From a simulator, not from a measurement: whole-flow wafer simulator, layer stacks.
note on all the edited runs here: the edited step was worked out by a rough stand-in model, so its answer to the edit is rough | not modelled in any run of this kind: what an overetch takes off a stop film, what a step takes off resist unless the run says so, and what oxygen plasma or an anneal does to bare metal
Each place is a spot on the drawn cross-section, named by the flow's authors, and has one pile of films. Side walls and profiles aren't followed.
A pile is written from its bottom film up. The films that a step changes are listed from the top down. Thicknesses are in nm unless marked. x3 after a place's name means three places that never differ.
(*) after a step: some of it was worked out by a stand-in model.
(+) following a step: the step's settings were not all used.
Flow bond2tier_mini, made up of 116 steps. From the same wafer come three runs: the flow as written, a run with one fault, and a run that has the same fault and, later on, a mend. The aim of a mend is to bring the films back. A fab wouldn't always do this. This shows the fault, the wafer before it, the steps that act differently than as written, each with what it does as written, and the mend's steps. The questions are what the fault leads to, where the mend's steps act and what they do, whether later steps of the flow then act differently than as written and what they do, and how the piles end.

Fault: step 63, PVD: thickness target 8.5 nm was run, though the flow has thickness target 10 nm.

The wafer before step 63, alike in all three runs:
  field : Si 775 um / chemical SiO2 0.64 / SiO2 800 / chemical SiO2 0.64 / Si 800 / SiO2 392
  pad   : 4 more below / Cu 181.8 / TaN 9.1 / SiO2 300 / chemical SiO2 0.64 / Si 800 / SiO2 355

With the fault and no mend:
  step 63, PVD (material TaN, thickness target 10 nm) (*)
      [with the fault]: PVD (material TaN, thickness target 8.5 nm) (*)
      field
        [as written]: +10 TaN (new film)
        [with the fault]: +8.5 TaN (new film)
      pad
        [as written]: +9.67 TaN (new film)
        [with the fault]: +8.22 TaN (new film)
  Later steps of the flow acting differently than as written (1 more step, not shown, differs only slightly: by at most 2% or 0.5 nm, whichever is larger):
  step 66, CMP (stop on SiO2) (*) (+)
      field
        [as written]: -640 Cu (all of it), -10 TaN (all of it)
        [with the fault]: -640 Cu (all of it), -8.5 TaN (all of it)
  The piles end different from the flow's at pad by more than 2% or 0.5 nm, whichever is larger.
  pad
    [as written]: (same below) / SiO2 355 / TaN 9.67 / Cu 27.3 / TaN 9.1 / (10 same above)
    [with the fault]: (same below) / SiO2 355 / TaN 8.22 / Cu 28.8 / TaN 9.1 / (10 same above)

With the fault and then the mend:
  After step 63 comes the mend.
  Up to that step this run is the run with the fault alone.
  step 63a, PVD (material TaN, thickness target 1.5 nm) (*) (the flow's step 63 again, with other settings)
      field
        +1.5 TaN
      pad
        +1.45 TaN
  None of the later steps of the flow acts differently than as written at any place that is followed.
  At every place that both follow, the piles at the end match the flow's.
